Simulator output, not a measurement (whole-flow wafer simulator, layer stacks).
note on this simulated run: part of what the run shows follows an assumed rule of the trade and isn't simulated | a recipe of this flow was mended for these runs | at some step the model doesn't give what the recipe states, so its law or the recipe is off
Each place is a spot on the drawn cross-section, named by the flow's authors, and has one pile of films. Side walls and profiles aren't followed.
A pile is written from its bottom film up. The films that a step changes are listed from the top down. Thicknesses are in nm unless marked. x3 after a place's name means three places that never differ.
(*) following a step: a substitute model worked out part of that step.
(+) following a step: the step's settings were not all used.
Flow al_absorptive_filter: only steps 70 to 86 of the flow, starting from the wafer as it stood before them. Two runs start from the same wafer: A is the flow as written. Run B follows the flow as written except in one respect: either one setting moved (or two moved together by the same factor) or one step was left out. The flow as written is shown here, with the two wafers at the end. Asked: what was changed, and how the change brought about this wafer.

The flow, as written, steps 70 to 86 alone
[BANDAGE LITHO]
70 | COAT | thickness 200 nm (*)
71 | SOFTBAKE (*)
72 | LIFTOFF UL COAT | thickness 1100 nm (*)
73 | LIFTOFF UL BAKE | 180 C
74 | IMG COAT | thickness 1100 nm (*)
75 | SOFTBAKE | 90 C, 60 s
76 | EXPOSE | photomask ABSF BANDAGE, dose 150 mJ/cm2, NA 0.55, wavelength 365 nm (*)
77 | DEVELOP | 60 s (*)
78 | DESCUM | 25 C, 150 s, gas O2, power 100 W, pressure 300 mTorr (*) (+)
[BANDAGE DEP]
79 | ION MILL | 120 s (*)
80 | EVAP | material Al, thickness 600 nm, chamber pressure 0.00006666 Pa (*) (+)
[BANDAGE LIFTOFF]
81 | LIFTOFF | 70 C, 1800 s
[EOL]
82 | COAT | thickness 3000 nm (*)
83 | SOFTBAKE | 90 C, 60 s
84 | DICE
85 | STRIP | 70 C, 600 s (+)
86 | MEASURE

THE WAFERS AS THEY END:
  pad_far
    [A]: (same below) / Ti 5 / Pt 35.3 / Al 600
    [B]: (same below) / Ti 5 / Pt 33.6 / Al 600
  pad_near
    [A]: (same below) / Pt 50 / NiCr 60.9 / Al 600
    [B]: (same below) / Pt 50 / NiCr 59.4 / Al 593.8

Cause: step 74, IMG COAT: thickness 1232 nm was run, while the flow as written has thickness 1100 nm; step 79, ION MILL: 134 s was run, where the flow has 120 s.

Step by step, how the change led to this:
  74 | IMG COAT | thickness 1100 nm (*)
      xa_field, xl_land, idc_field: A +1100 i-line-resist (new film) | B +1232 i-line-resist (new film)
      idc_line, idc_space: A +1099.7 i-line-resist (new film) | B +1231.7 i-line-resist (new film)
      (also at 9 further places)
  75 | SOFTBAKE | 90 C, 60 s
      xa_margin: A -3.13 i-line-resist | B -4.43 i-line-resist
      xa_strip: A -4.64 i-line-resist | B -7.75 i-line-resist
      (also at 1 further place)
  77 | DEVELOP | 60 s (*)
      pad_far: A -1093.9 i-line-resist (all of it), -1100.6 lift-off-underlayer (all of it) | B -1225.7 i-line-resist (all of it), -1100.6 lift-off-underlayer (all of it)
      pad_near: A -1085.7 i-line-resist (all of it), -1058.2 lift-off-underlayer (all of it) | B -1217.4 i-line-resist (all of it), -1058.2 lift-off-underlayer (all of it)
  79 | ION MILL | 120 s (*)
      gnd, ledge, res and 9 more: A -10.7 i-line-resist | B -11.9 i-line-resist
      pad_far: A -14.7 Pt | B -16.4 Pt
      (also at 1 further place)
  81 | LIFTOFF | 70 C, 1800 s
      xa_field, xl_land, idc_field: A -600 Al (all of it), -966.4 i-line-resist (all of it), -1100 lift-off-underlayer (all of it), -200 acrylic-e-beam-resist (all of it) | B -600 Al (all of it), -1097.1 i-line-resist (all of it), -1100 lift-off-underlayer (all of it), -200 acrylic-e-beam-resist (all of it)
      gnd: A -600 Al (all of it), -968.3 i-line-resist (all of it), -1103.3 lift-off-underlayer (all of it), -200.9 acrylic-e-beam-resist (all of it) | B -600 Al (all of it), -1099.1 i-line-resist (all of it), -1103.3 lift-off-underlayer (all of it), -200.9 acrylic-e-beam-resist (all of it)
      (also at 8 further places)
